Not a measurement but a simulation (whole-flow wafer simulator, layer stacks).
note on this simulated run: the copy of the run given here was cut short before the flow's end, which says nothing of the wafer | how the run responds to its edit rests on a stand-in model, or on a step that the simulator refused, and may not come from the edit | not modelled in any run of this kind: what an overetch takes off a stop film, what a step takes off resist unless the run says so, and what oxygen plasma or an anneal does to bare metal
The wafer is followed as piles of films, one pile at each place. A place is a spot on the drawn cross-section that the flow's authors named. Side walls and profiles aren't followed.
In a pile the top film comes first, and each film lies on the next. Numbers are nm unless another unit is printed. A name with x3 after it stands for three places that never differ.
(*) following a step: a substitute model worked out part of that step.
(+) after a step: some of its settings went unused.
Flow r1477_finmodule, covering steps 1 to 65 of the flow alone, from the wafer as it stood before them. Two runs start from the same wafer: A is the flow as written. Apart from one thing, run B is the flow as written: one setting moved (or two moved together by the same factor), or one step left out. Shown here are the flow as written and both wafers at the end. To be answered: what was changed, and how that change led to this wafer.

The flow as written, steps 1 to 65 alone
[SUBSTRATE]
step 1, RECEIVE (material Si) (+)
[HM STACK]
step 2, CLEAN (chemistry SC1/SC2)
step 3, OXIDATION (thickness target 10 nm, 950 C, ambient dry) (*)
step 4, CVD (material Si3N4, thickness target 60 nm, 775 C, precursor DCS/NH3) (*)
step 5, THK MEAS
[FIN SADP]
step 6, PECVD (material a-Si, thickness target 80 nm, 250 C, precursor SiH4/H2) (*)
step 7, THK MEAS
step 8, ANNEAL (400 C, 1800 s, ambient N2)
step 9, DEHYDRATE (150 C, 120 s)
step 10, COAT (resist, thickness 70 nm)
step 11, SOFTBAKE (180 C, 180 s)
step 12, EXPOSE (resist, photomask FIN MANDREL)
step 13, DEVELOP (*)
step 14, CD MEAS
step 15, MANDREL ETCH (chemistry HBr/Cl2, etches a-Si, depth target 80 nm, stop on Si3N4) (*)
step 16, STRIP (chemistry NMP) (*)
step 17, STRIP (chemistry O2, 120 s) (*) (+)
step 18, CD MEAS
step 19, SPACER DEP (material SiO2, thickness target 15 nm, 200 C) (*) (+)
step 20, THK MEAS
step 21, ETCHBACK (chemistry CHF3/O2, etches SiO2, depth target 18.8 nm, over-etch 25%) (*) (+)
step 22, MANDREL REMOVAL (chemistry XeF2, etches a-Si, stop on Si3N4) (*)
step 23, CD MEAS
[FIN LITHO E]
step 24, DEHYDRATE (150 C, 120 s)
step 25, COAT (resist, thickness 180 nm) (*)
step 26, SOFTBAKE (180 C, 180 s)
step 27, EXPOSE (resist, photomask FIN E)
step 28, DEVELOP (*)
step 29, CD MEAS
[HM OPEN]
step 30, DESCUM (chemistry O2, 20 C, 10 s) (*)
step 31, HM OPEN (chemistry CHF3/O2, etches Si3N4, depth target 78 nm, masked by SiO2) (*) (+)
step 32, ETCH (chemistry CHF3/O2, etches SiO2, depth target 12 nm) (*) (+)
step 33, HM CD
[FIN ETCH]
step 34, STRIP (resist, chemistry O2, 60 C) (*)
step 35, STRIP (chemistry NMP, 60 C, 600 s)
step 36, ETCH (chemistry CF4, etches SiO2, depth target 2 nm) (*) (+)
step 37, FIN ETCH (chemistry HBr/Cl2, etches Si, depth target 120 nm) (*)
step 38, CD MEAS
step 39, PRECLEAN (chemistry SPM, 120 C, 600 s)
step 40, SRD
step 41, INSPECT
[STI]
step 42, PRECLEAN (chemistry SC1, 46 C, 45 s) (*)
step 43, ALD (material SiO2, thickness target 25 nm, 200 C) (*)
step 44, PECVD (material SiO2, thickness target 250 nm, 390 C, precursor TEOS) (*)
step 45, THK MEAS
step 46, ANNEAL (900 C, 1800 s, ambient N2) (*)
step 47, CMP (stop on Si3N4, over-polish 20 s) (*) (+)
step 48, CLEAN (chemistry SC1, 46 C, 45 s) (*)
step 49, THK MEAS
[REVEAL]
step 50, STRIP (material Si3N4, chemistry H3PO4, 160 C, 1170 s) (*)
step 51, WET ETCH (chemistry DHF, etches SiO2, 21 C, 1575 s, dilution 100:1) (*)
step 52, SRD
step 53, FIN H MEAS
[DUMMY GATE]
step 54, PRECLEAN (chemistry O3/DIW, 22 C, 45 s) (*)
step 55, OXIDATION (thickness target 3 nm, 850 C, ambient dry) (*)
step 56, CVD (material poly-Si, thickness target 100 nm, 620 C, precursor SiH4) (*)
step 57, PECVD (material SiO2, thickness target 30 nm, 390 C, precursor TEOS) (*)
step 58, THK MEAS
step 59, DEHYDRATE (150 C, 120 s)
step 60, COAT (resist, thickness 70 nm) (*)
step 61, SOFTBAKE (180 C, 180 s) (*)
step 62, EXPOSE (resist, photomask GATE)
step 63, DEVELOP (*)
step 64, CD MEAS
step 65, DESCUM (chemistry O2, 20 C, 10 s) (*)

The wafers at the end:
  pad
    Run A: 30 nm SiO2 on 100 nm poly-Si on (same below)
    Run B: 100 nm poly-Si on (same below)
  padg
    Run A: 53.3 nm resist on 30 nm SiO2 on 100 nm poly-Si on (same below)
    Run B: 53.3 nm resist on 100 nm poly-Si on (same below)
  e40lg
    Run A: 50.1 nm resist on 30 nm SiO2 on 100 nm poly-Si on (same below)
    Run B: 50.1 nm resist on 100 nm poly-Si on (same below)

Cause: step 57, PECVD: material SiO2, thickness target 30 nm, 390 C, precursor TEOS (*), was not run.

Step by step, how the change led to this:
  (no step that both runs have acts differently by more than 2% or 0.5 nm, whichever is larger)
